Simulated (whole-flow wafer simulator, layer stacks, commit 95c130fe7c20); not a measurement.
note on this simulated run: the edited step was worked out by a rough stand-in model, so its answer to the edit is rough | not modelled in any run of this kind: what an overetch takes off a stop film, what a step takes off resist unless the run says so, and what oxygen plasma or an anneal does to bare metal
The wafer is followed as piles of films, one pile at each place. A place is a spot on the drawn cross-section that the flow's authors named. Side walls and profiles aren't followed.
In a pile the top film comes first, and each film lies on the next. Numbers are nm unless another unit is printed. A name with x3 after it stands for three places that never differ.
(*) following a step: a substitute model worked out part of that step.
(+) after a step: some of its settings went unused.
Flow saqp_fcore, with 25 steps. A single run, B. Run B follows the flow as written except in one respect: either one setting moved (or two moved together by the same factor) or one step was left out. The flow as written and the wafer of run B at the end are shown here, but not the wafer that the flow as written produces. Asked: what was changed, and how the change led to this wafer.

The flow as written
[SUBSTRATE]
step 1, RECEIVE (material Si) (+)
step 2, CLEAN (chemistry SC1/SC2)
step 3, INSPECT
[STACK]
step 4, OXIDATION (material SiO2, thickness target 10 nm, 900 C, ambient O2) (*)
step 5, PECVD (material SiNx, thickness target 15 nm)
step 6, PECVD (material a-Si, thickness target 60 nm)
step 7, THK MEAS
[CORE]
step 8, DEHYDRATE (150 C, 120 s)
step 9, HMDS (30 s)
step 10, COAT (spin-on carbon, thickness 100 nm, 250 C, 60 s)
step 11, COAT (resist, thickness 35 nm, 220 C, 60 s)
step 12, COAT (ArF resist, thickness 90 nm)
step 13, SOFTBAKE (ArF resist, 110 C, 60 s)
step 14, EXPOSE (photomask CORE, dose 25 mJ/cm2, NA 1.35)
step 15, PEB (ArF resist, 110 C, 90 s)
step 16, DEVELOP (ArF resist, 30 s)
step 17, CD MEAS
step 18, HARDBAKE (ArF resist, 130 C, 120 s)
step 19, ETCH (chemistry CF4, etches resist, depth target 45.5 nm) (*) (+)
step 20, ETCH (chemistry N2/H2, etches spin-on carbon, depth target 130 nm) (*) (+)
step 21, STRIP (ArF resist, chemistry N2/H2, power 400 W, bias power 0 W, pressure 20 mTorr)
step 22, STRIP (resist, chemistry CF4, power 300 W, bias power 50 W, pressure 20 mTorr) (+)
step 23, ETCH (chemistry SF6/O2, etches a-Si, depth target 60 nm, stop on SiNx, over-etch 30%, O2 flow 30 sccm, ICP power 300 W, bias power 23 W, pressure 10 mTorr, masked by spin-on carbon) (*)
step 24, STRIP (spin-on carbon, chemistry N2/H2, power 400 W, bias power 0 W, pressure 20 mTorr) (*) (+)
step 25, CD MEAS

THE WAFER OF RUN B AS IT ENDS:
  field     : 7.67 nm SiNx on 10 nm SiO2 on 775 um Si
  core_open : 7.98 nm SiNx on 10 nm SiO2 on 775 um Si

Cause: step 23, ETCH: depth target 73.5 nm was run, whereas the flow has depth target 60 nm.

Step by step, how the change led to this:
  step 23, ETCH (chemistry SF6/O2, etches a-Si, depth target 60 nm, stop on SiNx, over-etch 30%, O2 flow 30 sccm, ICP power 300 W, bias power 23 W, pressure 10 mTorr, masked by spin-on carbon) (*)
      field: a-Si loses 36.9 (all of it), SiNx loses 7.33 (in the flow as written it would be: a-Si loses 36.9 (all of it), SiNx loses 5.14)
      core_open: a-Si loses 39.4 (all of it), SiNx loses 7.02 (in the flow as written it would be: a-Si loses 39.4 (all of it), SiNx loses 4.82)
